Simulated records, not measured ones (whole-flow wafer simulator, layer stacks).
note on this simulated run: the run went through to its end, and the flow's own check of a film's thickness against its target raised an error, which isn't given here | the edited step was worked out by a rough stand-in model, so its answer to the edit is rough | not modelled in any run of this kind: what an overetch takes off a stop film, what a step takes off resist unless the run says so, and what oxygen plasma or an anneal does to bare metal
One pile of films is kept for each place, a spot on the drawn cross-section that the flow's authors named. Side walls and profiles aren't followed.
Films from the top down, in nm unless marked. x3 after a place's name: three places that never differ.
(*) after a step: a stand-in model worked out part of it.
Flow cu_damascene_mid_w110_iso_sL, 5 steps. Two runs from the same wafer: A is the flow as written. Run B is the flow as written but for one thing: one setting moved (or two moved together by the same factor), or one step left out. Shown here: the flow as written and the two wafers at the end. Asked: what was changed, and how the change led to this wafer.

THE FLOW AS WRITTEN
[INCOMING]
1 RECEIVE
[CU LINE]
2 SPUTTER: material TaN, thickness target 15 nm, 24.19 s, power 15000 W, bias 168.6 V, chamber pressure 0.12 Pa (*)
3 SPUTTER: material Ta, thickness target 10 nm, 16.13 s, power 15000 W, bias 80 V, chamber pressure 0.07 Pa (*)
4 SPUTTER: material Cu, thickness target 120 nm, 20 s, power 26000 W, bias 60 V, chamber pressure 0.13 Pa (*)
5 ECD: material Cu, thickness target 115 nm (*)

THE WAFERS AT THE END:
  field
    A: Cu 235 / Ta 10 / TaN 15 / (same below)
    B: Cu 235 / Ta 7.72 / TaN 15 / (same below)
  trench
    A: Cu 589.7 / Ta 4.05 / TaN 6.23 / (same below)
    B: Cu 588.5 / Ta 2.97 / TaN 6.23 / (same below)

The cause: step 3, SPUTTER: power 11580 W was run, where the flow has power 15000 W.

How the change led to this, step by step:
  3 SPUTTER: material Ta, thickness target 10 nm, 16.13 s, power 15000 W, bias 80 V, chamber pressure 0.07 Pa (*)
      field: A Ta +10 (new film) | B Ta +7.72 (new film)
      trench: A Ta +4.05 (new film) | B Ta +2.97 (new film)
